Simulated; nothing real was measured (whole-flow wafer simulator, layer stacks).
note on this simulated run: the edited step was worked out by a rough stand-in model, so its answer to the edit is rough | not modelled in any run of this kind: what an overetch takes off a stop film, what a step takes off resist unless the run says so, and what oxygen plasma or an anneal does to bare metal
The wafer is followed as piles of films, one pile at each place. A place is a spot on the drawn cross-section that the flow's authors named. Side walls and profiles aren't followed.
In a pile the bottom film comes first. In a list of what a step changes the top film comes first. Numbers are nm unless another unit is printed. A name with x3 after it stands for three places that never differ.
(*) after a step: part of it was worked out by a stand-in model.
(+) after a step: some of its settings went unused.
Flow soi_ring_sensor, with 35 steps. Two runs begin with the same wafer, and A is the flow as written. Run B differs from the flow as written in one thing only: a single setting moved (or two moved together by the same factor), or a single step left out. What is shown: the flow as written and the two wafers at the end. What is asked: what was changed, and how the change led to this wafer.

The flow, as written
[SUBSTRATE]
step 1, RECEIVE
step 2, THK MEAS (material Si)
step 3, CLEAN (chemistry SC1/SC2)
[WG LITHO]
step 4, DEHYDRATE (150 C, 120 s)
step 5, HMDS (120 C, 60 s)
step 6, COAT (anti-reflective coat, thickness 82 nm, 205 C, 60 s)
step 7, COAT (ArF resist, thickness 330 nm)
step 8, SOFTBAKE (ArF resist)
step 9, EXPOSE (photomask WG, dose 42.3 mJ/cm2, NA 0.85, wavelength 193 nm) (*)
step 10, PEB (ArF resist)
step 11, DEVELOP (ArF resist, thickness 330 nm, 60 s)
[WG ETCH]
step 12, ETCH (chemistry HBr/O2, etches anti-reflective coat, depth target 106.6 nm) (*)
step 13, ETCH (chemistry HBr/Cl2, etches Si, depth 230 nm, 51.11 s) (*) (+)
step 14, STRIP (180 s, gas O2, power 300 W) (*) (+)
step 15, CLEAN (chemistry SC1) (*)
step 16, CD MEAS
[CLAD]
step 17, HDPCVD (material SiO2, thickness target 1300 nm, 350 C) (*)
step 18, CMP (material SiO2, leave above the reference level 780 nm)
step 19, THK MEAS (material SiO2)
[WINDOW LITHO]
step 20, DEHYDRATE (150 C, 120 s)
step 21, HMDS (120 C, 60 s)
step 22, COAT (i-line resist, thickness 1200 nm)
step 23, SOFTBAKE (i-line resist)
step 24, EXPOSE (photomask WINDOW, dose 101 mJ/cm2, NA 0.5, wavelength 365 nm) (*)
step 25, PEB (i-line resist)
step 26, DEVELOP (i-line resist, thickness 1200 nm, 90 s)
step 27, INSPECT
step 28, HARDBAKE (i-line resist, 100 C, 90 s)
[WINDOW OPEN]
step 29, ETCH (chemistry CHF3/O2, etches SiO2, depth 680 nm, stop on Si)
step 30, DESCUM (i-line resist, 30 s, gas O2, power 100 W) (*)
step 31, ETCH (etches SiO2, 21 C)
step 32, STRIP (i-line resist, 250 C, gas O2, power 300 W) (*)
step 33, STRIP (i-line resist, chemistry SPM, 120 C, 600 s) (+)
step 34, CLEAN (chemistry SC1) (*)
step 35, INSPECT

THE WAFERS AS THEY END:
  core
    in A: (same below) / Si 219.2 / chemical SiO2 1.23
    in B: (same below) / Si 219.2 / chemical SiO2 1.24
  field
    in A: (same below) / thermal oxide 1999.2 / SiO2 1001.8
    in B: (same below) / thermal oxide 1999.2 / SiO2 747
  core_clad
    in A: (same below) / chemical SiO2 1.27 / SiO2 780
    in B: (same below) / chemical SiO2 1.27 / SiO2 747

Cause: step 17, HDPCVD: thickness target 747 nm was run, while the flow as written has thickness target 1300 nm.

The path from the change to this, step by step:
  step 17, HDPCVD (material SiO2, thickness target 1300 nm, 350 C) (*)
      core, gap, window, field, core_clad, gap_clad: A +1300 SiO2 (new film) | B +747 SiO2 (new film)
  step 18, CMP (material SiO2, leave above the reference level 780 nm)
      gap, window, field, gap_clad: A -298.2 SiO2 | B nothing
      core, core_clad: A -520 SiO2 | B nothing
  step 22, COAT (i-line resist, thickness 1200 nm)
      core, core_clad: A +1200 i-line resist (new film) | B +1008.8 i-line resist (new film)
      gap, gap_clad: A +1200 i-line resist (new film) | B +1232.8 i-line resist (new film)
  step 23, SOFTBAKE (i-line resist)
      core, core_clad: A nothing | B -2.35 i-line resist
      gap, gap_clad: A nothing | B -2.89 i-line resist
      (as well as at 1 more place)
  step 25, PEB (i-line resist)
      core, core_clad: A -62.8 i-line resist | B -52.3 i-line resist
      gap, gap_clad: A -62.8 i-line resist | B -64.4 i-line resist
  step 26, DEVELOP (i-line resist, thickness 1200 nm, 90 s)
      core: A -1137.2 i-line resist (all of it) | B -954.1 i-line resist (all of it)
      gap: A -1137.2 i-line resist (all of it) | B -1165.5 i-line resist (all of it)
  step 31, ETCH (etches SiO2, 21 C)
      core: A -100 SiO2 (all of it), -1.27 chemical SiO2 (all of it) | B -67 SiO2 (all of it), -1.27 chemical SiO2 (all of it)
  step 32, STRIP (i-line resist, 250 C, gas O2, power 300 W) (*)
      core_clad: A -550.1 i-line resist (all of it) | B -367.4 i-line resist (all of it)
